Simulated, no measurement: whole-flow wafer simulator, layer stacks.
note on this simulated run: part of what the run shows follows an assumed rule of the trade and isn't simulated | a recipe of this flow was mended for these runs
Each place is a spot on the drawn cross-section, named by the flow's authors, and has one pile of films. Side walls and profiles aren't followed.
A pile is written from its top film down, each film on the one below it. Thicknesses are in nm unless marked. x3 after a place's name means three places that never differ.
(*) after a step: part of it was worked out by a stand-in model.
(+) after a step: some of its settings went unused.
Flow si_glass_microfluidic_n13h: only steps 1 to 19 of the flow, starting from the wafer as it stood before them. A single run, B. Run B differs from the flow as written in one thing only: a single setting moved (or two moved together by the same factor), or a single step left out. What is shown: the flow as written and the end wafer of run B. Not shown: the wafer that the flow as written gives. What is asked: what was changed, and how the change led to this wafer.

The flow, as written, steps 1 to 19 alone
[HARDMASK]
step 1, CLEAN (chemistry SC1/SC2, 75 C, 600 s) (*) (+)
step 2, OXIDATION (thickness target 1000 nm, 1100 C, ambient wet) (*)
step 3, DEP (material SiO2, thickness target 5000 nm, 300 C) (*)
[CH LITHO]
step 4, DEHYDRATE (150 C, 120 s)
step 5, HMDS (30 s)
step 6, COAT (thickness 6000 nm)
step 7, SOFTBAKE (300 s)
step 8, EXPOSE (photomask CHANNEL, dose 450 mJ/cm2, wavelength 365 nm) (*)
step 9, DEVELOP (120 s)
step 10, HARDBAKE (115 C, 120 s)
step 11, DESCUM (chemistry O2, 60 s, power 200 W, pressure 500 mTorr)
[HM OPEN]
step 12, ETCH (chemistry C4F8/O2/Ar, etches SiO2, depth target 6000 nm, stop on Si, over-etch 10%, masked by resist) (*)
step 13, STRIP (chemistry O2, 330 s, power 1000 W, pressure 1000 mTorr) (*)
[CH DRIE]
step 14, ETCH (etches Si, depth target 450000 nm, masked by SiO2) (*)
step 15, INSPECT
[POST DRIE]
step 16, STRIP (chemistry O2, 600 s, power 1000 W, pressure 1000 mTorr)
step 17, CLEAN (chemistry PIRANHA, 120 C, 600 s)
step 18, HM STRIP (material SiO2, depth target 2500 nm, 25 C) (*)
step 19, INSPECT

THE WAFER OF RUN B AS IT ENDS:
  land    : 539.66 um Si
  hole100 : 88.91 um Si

Cause: step 2, OXIDATION: thickness target 760 nm was run, though the flow has thickness target 1000 nm.

The path from the change to this, step by step:
  step 2, OXIDATION (thickness target 1000 nm, 1100 C, ambient wet) (*)
      land, hole100: +760 SiO2 (new film), -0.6 chemical SiO2 (all of it), -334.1 Si (in the flow as written it would be: +1000 SiO2 (new film), -0.6 chemical SiO2 (all of it), -439.7 Si)
  step 12, ETCH (chemistry C4F8/O2/Ar, etches SiO2, depth target 6000 nm, stop on Si, over-etch 10%, masked by resist) (*)
      land: -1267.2 thick-i-line-resist (in the flow as written it would be: -1320 thick-i-line-resist)
      hole100: -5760 SiO2 (all of it), -105 Si (in the flow as written it would be: -6000 SiO2 (all of it), -75 Si)
  step 18, HM STRIP (material SiO2, depth target 2500 nm, 25 C) (*)
      land: -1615 SiO2 (all of it) (in the flow as written it would be: -1854.4 SiO2 (all of it))
